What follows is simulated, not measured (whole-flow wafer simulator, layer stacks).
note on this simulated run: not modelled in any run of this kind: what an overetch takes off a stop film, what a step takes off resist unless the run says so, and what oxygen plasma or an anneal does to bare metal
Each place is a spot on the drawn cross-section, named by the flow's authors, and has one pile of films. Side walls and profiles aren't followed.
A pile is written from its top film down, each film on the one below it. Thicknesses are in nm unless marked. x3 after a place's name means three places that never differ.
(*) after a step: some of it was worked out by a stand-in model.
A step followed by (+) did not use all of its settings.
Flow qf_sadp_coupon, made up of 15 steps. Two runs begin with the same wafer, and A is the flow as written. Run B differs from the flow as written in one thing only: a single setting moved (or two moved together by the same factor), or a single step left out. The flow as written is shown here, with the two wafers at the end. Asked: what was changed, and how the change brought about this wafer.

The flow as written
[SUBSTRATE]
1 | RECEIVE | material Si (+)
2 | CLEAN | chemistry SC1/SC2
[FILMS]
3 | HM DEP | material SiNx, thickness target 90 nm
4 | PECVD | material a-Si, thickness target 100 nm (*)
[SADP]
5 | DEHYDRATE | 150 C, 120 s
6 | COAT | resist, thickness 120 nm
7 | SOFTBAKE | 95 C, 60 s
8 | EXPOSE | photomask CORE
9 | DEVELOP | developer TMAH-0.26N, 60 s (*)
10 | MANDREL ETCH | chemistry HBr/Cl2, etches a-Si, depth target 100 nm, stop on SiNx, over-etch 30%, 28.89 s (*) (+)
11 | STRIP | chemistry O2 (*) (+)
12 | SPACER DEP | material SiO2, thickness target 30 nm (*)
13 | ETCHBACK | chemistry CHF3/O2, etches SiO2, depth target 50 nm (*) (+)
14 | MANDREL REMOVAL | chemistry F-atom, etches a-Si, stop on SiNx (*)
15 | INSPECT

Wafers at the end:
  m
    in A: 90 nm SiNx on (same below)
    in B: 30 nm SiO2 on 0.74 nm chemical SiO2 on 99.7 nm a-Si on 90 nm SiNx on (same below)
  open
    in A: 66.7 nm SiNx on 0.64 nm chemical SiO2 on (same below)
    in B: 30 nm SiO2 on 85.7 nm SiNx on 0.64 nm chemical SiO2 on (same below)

Cause: step 13, ETCHBACK: chemistry CHF3/O2, etches SiO2, depth target 50 nm (*) (+), was omitted.

The path from the change to this, step by step:
  14 | MANDREL REMOVAL | chemistry F-atom, etches a-Si, stop on SiNx (*)
      m: A a-Si loses 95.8 (all of it) | B nothing
